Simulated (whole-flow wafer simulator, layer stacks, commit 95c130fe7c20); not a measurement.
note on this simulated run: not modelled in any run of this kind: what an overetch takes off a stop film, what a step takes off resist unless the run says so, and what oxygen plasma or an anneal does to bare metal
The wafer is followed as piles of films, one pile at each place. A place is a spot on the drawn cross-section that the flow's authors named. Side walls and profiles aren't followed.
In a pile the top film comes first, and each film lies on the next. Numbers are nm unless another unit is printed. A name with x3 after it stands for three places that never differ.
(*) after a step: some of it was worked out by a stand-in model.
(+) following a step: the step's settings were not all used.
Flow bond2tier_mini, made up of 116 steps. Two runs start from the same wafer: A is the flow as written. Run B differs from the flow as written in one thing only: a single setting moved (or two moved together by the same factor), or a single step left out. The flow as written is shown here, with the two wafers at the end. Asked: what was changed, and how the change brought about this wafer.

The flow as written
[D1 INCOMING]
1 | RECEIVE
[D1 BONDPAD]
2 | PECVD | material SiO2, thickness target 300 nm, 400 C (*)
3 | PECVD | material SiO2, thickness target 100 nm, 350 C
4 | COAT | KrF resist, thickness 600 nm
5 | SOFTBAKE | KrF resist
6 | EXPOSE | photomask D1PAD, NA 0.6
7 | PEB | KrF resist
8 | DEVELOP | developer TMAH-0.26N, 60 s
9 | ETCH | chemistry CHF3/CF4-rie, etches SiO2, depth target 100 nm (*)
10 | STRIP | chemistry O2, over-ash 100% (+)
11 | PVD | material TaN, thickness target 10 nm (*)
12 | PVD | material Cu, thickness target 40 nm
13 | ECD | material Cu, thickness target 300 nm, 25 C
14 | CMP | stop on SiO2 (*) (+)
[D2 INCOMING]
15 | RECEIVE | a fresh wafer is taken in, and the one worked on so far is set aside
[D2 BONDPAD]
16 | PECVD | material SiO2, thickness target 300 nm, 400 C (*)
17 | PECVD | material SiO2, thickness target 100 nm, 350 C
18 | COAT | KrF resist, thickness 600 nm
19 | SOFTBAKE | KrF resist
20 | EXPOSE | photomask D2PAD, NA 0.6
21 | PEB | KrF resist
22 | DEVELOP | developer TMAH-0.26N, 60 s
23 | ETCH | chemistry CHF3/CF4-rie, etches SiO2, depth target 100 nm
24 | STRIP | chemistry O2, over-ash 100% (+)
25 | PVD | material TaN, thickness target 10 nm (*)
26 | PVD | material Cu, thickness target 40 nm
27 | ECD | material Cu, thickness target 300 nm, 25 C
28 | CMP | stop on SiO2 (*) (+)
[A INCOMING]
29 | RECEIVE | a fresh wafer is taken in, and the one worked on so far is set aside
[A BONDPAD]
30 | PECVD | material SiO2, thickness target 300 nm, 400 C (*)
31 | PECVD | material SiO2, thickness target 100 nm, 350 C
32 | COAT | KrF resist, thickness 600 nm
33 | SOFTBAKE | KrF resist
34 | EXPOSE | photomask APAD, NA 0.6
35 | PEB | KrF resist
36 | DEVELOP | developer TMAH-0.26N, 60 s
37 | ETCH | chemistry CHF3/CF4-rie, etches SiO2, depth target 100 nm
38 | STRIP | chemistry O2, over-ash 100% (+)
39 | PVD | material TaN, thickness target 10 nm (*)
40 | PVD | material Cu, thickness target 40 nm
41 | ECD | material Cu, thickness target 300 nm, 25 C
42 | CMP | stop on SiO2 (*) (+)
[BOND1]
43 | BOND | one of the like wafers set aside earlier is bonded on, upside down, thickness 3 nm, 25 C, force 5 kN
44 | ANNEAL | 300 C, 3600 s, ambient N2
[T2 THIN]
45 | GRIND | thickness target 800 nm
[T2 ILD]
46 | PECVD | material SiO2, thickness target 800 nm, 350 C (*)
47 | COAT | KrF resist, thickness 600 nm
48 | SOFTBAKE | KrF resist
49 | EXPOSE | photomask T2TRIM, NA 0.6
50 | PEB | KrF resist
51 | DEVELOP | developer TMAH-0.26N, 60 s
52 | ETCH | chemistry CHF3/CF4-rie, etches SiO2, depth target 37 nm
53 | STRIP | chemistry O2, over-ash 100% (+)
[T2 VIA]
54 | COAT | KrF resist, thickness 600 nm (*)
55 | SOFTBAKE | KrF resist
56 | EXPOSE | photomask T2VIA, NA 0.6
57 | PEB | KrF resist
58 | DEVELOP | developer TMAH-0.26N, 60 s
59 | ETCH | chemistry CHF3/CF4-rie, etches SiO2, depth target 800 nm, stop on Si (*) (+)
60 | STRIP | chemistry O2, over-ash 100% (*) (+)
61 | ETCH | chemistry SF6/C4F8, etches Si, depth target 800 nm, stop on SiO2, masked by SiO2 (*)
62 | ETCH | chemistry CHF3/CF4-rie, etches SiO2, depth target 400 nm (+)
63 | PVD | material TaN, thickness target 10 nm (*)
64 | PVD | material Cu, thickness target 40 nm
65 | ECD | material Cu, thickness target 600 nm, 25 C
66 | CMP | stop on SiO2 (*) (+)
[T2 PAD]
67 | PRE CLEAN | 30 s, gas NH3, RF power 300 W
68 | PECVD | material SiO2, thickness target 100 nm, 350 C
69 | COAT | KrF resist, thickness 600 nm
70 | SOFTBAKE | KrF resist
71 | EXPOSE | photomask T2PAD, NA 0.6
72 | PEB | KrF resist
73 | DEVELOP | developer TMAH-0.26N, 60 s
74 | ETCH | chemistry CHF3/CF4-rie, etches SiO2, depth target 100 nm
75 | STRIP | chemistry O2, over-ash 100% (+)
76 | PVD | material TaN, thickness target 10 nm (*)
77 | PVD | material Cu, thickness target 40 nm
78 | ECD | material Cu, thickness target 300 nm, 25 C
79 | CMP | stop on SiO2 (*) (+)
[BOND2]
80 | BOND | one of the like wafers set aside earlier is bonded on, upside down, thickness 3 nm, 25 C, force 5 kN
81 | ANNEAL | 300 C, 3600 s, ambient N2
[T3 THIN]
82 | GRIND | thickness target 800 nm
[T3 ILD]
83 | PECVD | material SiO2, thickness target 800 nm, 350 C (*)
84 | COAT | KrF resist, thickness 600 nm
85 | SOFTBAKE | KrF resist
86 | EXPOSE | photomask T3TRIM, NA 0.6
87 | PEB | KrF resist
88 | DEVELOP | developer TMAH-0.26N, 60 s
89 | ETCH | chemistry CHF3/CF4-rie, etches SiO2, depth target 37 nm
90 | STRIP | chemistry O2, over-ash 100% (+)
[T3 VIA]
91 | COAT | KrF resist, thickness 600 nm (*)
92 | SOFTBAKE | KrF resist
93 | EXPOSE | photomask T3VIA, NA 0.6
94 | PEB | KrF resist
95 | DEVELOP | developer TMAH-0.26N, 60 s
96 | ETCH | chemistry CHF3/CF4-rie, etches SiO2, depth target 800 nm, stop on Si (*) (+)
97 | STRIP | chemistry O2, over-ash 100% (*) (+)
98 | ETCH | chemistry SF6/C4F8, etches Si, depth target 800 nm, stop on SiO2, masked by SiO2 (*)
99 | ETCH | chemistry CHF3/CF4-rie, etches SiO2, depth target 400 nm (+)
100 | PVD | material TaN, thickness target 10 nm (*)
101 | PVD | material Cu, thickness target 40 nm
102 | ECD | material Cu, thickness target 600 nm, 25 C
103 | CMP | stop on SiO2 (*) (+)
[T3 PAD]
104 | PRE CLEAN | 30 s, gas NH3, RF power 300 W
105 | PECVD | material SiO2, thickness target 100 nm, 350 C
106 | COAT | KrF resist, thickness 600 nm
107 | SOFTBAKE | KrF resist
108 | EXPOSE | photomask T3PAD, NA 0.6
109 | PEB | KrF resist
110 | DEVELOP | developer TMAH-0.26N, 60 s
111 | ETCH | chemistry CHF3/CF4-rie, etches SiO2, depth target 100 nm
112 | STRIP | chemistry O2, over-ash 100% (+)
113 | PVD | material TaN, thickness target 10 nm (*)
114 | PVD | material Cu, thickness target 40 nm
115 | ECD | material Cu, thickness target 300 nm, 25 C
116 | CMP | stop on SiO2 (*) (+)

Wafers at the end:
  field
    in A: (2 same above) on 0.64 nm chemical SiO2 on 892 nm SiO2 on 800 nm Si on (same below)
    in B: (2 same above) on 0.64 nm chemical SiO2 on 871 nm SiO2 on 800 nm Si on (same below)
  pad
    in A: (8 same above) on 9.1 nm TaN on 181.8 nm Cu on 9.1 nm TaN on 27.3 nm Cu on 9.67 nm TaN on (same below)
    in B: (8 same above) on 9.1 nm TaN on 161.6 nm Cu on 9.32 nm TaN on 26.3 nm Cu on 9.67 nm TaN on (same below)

What caused this: step 68, PECVD: thickness target 79 nm was run, whereas the flow has thickness target 100 nm.

Step by step, how the change led to this:
  68 | PECVD | material SiO2, thickness target 100 nm, 350 C
      field: A +100 SiO2 | B +79 SiO2
      pad: A +100 SiO2 (new film) | B +79 SiO2 (new film)
  74 | ETCH | chemistry CHF3/CF4-rie, etches SiO2, depth target 100 nm
      pad: A -100 SiO2 (all of it) | B -79 SiO2 (all of it), -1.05 Cu
  78 | ECD | material Cu, thickness target 300 nm, 25 C
      pad: A +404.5 Cu | B +383.6 Cu
